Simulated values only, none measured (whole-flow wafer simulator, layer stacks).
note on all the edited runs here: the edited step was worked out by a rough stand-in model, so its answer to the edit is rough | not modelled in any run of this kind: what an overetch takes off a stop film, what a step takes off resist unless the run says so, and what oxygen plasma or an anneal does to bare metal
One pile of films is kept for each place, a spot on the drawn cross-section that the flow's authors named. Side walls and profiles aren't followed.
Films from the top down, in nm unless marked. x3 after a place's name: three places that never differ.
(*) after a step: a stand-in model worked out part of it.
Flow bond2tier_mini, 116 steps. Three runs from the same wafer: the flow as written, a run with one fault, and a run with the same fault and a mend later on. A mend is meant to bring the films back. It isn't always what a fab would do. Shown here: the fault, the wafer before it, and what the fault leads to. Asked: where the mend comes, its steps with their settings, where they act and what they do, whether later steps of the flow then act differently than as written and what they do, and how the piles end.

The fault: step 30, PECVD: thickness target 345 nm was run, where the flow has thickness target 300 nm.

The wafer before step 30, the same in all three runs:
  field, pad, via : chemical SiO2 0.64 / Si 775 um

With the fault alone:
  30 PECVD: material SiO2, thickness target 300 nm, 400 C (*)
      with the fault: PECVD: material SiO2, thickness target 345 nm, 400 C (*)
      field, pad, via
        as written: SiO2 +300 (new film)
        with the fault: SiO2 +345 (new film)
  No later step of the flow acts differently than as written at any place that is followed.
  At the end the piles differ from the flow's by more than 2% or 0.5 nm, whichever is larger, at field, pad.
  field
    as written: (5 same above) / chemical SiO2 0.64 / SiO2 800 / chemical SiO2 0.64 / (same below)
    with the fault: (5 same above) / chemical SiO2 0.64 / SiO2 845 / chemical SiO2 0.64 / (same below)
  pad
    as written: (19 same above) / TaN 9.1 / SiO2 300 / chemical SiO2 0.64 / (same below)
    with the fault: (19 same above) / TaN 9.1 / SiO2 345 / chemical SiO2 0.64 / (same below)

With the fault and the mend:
  The mend comes after step 30.
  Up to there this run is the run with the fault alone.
  30a ETCH: chemistry CHF3/CF4-rie, etches SiO2, depth target 45 nm (the flow's step 9 once more, with other settings)
      field, pad, via
        SiO2 -45
  No later step of the flow acts differently than as written at any place that is followed.
  At the end the piles are the same as the flow's at every place that both follow.
